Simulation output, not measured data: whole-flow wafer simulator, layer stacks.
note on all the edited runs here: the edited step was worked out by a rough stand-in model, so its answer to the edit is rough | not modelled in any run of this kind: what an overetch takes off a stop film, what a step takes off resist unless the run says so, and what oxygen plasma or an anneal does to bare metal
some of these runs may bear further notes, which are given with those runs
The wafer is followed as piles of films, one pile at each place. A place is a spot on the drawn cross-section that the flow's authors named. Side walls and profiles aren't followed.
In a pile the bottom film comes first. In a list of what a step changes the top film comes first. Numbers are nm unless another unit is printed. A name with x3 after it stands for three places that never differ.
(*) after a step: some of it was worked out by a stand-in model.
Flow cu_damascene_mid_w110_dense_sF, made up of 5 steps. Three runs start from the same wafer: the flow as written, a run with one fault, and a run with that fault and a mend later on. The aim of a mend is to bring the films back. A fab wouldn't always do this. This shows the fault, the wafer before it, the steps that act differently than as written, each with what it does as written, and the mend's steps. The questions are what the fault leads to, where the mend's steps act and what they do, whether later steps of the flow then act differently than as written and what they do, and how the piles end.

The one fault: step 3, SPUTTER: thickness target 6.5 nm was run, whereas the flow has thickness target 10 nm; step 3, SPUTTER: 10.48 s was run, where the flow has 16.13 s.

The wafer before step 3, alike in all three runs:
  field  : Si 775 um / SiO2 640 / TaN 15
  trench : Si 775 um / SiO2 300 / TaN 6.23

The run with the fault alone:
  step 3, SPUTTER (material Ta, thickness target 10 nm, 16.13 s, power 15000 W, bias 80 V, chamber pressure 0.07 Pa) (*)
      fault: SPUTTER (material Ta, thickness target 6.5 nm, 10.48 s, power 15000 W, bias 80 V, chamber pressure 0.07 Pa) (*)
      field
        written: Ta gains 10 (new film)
        fault: Ta gains 6.5 (new film)
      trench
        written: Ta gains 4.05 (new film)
        fault: Ta gains 2.63 (new film)
  Every later step of the flow that is run acts as written, at every place that is followed, to within 2% or 0.5 nm, whichever is larger.
  At field, trench, the piles at the end differ from the flow's by more than 2% or 0.5 nm, whichever is larger.
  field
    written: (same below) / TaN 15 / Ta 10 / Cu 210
    fault: (same below) / TaN 15 / Ta 6.5 / Cu 210
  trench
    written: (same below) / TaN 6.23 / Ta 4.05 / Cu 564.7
    fault: (same below) / TaN 6.23 / Ta 2.63 / Cu 562.6

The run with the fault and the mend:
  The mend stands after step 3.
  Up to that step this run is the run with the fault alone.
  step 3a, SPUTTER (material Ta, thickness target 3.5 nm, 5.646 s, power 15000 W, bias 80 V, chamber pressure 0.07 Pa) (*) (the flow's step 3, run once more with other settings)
      field
        Ta gains 3.5
      trench
        Ta gains 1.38
  Every later step of the flow that is run acts as written, at every place that is followed, to within 2% or 0.5 nm, whichever is larger.
  At the end the piles are close to the flow's at the places that both follow, differing by at most 2% or 0.5 nm, whichever is larger.
